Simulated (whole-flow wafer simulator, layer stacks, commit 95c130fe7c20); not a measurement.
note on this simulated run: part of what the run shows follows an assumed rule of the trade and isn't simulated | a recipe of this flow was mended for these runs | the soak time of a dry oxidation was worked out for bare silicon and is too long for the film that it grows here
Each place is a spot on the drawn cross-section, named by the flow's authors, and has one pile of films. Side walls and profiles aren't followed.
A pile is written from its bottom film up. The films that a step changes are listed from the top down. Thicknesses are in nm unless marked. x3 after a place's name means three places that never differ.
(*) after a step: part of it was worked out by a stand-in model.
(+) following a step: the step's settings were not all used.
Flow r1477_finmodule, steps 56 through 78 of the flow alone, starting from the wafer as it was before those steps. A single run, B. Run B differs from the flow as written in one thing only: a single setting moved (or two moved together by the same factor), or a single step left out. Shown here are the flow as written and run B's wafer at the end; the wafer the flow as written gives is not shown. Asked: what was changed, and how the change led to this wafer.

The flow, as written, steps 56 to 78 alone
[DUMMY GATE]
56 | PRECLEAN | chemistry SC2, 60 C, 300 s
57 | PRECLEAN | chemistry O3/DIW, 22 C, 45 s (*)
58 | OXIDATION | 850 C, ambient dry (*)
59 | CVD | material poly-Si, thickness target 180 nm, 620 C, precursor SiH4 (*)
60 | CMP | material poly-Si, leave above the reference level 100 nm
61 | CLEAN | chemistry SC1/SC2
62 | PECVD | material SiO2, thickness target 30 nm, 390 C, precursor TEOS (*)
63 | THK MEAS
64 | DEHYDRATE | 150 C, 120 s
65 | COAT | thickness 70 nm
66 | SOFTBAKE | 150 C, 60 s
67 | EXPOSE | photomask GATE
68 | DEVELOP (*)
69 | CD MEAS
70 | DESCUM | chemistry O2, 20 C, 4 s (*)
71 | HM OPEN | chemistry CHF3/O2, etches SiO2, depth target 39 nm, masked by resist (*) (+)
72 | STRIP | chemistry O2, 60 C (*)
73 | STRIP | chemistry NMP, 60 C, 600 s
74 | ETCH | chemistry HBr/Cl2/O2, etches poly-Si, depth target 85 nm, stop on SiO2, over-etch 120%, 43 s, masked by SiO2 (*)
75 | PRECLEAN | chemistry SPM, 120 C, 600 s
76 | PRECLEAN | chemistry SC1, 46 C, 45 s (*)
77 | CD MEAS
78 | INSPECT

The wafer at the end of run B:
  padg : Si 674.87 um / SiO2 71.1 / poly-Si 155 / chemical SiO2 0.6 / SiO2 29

The reason: step 62, PECVD: thickness target 36.5 nm was run, whereas the flow has thickness target 30 nm.

Step by step, how the change led to this:
  62 | PECVD | material SiO2, thickness target 30 nm, 390 C, precursor TEOS (*)
      pad, padg, elg x7 and 27 more: SiO2 gains 36.5 (new film) (as written it would have been: SiO2 gains 30 (new film))
  71 | HM OPEN | chemistry CHF3/O2, etches SiO2, depth target 39 nm, masked by resist (*) (+)
      pad, elo x7, eso x6, e200so, s40co x3: SiO2 loses 36.5 (all of it), chemical SiO2 loses 0.6 (all of it), poly-Si loses 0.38 (as written it would have been: SiO2 loses 30 (all of it), chemical SiO2 loses 0.6 (all of it), poly-Si loses 1.68)
